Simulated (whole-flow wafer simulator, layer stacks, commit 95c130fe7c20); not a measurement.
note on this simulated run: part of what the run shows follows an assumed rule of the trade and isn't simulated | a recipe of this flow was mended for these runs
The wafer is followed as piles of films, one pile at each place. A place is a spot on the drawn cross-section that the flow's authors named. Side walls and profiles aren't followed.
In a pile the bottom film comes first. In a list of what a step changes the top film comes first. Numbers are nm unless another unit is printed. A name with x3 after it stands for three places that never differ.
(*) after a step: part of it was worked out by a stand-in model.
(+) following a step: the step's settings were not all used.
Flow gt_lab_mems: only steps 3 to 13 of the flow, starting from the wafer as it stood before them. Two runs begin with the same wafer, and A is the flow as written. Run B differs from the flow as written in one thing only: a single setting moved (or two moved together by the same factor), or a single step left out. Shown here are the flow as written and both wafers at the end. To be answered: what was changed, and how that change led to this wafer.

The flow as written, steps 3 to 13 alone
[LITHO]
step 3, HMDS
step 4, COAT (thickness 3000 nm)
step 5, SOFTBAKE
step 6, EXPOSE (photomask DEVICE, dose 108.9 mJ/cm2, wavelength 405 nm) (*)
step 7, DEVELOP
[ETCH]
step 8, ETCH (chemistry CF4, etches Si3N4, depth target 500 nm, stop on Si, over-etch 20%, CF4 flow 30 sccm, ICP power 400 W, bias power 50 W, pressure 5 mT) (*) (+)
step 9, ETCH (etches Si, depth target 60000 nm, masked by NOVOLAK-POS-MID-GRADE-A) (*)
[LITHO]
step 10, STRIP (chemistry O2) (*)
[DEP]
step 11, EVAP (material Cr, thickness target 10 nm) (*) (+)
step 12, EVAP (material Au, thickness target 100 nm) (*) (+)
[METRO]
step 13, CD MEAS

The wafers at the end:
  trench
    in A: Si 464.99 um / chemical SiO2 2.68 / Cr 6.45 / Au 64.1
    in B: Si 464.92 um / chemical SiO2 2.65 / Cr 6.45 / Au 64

What caused this: step 8, ETCH: depth target 620 nm was run, though the flow has depth target 500 nm.

The path from the change to this, step by step:
  step 8, ETCH (chemistry CF4, etches Si3N4, depth target 500 nm, stop on Si, over-etch 20%, CF4 flow 30 sccm, ICP power 400 W, bias power 50 W, pressure 5 mT) (*) (+)
      field: A -400 g/i-line-resist | B -496 g/i-line-resist
      trench: A -500 Si3N4 (all of it), -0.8 chemical SiO2 (all of it), -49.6 Si | B -500 Si3N4 (all of it), -0.8 chemical SiO2 (all of it), -121.6 Si
  step 10, STRIP (chemistry O2) (*)
      field: A -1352 g/i-line-resist (all of it) | B -1256 g/i-line-resist (all of it)
